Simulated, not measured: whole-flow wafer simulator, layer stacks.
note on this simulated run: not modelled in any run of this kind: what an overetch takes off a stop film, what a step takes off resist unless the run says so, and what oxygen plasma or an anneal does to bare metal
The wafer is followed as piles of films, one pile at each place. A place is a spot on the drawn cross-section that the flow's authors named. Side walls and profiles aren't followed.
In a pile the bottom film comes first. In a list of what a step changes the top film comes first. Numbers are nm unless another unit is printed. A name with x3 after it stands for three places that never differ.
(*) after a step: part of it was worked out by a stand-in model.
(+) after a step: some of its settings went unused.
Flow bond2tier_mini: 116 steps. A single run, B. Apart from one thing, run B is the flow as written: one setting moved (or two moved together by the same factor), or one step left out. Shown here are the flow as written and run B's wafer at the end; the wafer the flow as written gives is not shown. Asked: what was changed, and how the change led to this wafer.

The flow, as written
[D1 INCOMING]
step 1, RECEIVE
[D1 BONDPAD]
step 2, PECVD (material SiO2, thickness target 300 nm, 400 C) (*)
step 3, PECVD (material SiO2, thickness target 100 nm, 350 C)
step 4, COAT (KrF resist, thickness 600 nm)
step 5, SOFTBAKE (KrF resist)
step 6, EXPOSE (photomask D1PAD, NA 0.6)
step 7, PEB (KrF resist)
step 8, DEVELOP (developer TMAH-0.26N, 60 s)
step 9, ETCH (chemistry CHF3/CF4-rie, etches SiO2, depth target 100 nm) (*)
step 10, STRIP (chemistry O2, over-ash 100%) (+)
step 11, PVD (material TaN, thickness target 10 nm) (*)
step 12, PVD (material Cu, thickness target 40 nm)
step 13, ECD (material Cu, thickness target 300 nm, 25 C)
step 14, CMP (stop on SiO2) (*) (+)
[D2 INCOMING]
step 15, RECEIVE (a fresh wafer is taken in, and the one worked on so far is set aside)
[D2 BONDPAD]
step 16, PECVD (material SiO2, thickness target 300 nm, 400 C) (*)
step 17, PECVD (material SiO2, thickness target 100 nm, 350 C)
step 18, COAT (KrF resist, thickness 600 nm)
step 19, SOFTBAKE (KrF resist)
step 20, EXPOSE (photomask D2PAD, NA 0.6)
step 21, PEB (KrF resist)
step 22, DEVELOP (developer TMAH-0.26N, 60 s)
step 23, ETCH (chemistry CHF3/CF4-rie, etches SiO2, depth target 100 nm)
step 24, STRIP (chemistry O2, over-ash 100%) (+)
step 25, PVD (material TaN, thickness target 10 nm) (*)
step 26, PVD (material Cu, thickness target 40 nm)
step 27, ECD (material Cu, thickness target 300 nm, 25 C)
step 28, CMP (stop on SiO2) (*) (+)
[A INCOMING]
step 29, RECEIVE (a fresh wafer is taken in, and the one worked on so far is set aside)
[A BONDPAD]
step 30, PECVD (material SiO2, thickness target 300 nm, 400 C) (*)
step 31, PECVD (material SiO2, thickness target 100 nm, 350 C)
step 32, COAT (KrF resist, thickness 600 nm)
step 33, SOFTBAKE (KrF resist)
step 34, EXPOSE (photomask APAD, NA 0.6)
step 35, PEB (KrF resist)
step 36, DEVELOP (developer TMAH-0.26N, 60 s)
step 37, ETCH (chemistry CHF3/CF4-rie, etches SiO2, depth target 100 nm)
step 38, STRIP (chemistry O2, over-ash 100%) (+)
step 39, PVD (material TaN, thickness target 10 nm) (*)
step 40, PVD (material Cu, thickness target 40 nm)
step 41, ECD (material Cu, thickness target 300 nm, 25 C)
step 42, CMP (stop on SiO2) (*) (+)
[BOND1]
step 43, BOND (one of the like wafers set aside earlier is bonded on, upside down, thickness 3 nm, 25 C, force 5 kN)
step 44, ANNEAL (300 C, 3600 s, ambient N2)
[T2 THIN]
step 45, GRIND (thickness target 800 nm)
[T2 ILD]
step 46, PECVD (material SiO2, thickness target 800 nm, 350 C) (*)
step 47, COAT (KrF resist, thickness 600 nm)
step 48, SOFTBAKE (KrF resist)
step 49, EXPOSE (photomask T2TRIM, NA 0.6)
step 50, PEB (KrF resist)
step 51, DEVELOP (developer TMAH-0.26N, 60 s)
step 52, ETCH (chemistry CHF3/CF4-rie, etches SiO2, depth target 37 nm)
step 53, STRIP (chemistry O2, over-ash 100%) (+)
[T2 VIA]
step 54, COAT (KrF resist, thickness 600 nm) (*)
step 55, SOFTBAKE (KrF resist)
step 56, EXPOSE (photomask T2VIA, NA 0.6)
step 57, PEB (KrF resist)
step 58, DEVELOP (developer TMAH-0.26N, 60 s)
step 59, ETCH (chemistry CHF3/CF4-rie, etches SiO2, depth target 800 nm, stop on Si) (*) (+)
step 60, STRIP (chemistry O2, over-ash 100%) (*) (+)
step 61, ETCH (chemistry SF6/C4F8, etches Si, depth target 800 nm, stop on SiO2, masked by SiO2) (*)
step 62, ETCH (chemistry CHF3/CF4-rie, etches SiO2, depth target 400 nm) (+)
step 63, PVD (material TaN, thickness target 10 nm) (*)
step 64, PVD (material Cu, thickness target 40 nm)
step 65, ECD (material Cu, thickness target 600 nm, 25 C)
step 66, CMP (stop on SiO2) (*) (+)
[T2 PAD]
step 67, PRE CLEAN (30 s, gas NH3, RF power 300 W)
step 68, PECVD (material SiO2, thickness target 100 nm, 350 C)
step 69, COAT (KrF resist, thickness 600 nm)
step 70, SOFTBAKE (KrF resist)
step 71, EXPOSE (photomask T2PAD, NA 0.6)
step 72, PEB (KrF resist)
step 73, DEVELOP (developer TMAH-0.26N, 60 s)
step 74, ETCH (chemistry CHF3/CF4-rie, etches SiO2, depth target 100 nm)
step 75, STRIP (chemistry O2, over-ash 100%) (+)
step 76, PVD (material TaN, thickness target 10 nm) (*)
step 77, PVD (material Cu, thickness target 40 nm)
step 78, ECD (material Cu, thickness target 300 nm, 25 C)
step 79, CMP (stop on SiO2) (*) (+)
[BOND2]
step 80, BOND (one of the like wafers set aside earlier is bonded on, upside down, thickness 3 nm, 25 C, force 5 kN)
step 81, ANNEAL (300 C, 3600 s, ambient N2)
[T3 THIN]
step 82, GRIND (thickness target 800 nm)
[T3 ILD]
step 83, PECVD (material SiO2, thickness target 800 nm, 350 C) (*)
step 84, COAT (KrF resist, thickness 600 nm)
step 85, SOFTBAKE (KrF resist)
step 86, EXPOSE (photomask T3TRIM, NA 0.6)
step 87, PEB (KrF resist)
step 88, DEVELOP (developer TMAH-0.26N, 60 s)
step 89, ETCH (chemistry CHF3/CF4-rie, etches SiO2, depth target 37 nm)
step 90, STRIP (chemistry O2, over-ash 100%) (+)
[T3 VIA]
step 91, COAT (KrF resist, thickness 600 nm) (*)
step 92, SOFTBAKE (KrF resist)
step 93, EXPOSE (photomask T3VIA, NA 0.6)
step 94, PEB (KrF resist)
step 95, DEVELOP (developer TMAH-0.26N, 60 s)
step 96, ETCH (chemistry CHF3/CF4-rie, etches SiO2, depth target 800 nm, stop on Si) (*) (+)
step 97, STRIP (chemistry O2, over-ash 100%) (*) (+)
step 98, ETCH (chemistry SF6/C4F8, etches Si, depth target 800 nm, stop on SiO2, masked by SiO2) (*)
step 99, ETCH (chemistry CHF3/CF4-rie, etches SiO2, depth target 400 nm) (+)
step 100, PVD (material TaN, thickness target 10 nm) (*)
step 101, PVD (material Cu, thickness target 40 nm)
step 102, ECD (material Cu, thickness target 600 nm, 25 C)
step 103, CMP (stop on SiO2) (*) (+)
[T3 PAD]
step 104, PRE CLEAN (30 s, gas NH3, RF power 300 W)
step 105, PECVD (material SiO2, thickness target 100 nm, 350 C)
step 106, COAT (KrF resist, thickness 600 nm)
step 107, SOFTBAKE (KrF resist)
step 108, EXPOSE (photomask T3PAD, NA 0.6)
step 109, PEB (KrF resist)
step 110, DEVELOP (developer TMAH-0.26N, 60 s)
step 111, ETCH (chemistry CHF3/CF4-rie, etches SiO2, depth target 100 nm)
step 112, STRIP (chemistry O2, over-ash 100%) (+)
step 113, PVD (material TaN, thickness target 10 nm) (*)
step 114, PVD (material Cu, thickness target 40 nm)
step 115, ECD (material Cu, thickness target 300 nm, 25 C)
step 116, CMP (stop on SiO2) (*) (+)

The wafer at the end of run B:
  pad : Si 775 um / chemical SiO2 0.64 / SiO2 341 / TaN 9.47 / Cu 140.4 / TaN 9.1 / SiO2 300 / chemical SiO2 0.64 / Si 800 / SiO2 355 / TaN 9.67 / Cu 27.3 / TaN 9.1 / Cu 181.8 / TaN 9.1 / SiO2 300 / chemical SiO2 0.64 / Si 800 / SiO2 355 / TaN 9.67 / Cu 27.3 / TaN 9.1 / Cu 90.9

What caused this: step 37, ETCH: depth target 59 nm was run, though the flow has depth target 100 nm.

The path from the change to this, step by step:
  step 37, ETCH (chemistry CHF3/CF4-rie, etches SiO2, depth target 100 nm)
      pad, via: -59 SiO2 (as written it would have been: -100 SiO2)
      field: -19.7 KrF resist (as written it would have been: -33.3 KrF resist)
  step 38, STRIP (chemistry O2, over-ash 100%) (+)
      field: -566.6 KrF resist (all of it) (as written it would have been: -552.9 KrF resist (all of it))
  step 40, PVD (material Cu, thickness target 40 nm)
      pad: +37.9 Cu (new film) (as written it would have been: +36.4 Cu (new film))
  step 41, ECD (material Cu, thickness target 300 nm, 25 C)
      pad: +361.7 Cu (as written it would have been: +404.5 Cu)
      via: +359 Cu (as written it would have been: +400.2 Cu)
